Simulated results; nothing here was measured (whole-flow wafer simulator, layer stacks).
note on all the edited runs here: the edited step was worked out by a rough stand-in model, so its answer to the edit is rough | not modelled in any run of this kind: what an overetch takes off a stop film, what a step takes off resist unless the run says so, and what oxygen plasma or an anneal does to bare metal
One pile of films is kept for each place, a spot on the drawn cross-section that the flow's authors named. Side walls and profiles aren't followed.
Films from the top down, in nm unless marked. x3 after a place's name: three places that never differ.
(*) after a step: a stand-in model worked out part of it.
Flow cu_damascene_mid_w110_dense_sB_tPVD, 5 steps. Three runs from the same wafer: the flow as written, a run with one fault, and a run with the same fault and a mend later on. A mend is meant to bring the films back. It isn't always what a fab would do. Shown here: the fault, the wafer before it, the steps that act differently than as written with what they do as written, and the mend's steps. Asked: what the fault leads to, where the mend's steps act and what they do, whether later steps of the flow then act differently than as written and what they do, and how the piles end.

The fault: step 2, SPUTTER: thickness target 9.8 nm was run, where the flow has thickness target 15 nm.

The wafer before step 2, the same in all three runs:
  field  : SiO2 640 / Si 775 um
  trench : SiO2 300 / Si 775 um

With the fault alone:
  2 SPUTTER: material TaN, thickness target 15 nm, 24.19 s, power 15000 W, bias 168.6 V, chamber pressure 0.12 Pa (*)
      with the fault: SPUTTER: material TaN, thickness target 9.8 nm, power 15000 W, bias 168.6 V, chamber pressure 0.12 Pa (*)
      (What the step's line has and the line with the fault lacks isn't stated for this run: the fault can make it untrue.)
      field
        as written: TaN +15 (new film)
        with the fault: TaN +9.8 (new film)
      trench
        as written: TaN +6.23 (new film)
        with the fault: TaN +4.07 (new film)
  No later step of the flow acts differently than as written, at any place that is followed, by more than 2% or 0.5 nm, whichever is larger.
  At the end the piles differ from the flow's by more than 2% or 0.5 nm, whichever is larger, at field, trench.
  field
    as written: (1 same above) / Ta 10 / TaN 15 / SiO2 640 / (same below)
    with the fault: (1 same above) / Ta 10 / TaN 9.8 / SiO2 640 / (same below)
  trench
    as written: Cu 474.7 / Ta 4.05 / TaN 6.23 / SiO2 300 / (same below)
    with the fault: Cu 471.6 / Ta 4.12 / TaN 4.07 / SiO2 300 / (same below)

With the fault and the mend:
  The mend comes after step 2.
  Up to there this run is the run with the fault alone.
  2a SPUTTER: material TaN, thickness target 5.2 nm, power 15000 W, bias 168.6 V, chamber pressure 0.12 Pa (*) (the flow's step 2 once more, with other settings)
      field
        TaN +5.2
      trench
        TaN +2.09
  No later step of the flow acts differently than as written, at any place that is followed, by more than 2% or 0.5 nm, whichever is larger.
  At the end the piles differ from the flow's only slightly at the places that both follow, by at most 2% or 0.5 nm, whichever is larger.
